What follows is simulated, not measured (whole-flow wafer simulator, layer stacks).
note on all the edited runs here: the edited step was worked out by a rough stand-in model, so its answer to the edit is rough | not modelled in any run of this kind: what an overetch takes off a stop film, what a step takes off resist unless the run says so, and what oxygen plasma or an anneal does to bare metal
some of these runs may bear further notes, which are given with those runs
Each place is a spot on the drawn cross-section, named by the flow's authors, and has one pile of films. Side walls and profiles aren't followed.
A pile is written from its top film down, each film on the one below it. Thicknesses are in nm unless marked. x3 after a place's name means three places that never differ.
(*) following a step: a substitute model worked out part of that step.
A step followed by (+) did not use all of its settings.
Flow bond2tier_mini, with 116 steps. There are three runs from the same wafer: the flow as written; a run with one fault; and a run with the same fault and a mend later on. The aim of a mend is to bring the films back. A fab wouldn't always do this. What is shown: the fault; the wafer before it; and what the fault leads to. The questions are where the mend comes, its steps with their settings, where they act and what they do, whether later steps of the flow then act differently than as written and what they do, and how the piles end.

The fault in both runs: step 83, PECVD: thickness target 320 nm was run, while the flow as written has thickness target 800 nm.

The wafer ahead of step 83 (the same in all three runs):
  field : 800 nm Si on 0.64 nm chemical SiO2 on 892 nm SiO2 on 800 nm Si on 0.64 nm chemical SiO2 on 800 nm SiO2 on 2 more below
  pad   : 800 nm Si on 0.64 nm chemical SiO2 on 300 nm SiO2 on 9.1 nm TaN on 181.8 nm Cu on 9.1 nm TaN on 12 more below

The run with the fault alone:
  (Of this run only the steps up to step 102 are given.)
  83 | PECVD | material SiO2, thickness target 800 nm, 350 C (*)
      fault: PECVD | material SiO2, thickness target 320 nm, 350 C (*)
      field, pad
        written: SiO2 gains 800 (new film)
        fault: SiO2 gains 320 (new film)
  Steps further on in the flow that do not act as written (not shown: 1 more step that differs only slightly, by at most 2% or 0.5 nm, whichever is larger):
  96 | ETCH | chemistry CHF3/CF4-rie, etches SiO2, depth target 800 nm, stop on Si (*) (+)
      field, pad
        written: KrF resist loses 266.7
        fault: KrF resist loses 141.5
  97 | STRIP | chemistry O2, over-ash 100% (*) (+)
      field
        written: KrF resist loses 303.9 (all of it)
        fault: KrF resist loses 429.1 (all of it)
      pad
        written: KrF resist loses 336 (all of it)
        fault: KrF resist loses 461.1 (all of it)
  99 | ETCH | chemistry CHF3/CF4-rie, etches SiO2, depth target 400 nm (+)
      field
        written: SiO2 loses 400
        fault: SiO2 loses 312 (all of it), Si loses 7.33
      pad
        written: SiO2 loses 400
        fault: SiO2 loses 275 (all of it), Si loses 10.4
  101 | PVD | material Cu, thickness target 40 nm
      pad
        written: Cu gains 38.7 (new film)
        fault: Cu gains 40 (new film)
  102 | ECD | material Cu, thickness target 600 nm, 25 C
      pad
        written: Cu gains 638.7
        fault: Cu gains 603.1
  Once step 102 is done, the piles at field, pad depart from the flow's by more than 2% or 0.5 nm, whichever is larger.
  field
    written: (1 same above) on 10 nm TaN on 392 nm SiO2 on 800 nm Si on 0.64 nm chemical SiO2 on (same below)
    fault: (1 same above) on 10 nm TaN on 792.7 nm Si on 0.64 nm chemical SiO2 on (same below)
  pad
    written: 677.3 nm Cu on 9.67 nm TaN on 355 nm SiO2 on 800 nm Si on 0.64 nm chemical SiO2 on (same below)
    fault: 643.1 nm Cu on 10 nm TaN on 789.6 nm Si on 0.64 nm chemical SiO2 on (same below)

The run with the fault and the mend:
  The mend follows step 88.
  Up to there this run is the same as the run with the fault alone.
  88a | STRIP | chemistry O2, over-ash 100% (+)
      field
        KrF resist loses 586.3 (all of it)
  88b | PECVD | material SiO2, thickness target 480 nm, 350 C (*) (the flow's step 83, run once more with other settings)
      field, pad
        SiO2 gains 480
  88c | COAT | KrF resist, thickness 600 nm (the flow's step 84, run once more)
      field, pad
        KrF resist gains 600 (new film)
  88d | SOFTBAKE | KrF resist (the flow's step 85, run once more)
      alters no film at any place that is followed
  88e | EXPOSE | photomask T3TRIM, NA 0.6 (the flow's step 86, run once more)
      alters no film at any place that is followed
  88f | PEB | KrF resist (the flow's step 87, run once more)
      alters no film at any place that is followed
  88g | DEVELOP | developer TMAH-0.26N, 60 s (the flow's step 88, run once more)
      field
        KrF resist loses 13.7
      pad
        KrF resist loses 600 (all of it)
  Every later step of the flow that is run acts as written at every place that is followed.
  By the end, the piles equal the flow's at every place that both follow.
